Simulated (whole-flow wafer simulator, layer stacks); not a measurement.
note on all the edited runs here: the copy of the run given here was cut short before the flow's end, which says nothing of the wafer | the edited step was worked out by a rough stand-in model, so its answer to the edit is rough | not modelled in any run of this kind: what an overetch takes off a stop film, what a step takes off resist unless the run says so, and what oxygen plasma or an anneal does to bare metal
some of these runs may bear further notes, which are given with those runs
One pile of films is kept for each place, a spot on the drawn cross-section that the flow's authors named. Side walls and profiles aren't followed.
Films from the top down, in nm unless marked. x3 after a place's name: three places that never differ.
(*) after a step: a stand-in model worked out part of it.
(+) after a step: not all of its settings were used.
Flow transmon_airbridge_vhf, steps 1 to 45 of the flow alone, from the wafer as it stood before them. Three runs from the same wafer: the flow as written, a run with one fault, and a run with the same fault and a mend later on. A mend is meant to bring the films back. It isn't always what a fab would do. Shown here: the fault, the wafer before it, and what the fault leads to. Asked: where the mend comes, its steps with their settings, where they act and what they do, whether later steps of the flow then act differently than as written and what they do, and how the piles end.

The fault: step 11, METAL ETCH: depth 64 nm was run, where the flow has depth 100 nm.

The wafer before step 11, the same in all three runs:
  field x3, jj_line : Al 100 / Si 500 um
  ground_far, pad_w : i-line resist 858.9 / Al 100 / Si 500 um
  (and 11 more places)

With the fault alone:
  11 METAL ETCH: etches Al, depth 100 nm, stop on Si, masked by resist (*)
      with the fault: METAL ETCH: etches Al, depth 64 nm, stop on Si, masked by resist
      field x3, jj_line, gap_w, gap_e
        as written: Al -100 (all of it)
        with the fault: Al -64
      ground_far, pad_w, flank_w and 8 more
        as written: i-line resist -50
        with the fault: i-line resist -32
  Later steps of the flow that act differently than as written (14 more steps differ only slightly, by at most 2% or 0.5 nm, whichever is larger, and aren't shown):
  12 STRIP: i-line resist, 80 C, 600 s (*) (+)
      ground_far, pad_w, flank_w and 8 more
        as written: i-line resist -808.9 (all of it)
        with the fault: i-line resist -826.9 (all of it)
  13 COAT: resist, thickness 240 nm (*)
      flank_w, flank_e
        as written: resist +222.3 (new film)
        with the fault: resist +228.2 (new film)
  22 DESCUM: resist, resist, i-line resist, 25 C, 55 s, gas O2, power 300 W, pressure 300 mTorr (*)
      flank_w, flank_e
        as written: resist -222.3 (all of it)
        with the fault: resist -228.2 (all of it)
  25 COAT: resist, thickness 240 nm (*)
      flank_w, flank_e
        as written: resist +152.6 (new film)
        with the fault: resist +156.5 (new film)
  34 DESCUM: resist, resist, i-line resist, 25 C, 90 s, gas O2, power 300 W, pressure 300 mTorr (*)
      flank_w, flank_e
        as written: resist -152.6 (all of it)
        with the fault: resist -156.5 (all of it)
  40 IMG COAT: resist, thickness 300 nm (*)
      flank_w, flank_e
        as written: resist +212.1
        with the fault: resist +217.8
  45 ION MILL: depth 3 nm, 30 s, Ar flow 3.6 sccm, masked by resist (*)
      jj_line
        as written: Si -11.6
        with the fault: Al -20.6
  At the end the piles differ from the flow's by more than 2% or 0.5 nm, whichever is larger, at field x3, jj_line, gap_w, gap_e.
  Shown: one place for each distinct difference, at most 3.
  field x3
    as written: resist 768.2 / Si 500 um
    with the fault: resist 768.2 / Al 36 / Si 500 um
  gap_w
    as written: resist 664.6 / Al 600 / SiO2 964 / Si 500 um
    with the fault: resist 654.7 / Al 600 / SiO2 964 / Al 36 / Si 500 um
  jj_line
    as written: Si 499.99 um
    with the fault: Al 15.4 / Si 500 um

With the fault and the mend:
  The mend comes after step 11.
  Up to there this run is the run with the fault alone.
  11a METAL ETCH: etches Al, depth 36 nm, stop on Si, masked by resist (*) (the flow's step 11 once more, with other settings)
      ground_far, pad_w, flank_w and 8 more
        i-line resist -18
      field x3, jj_line, gap_w, gap_e
        Al -36 (all of it)
  No later step of the flow acts differently than as written at any place that is followed.
  At the end the piles are the same as the flow's at every place that both follow.
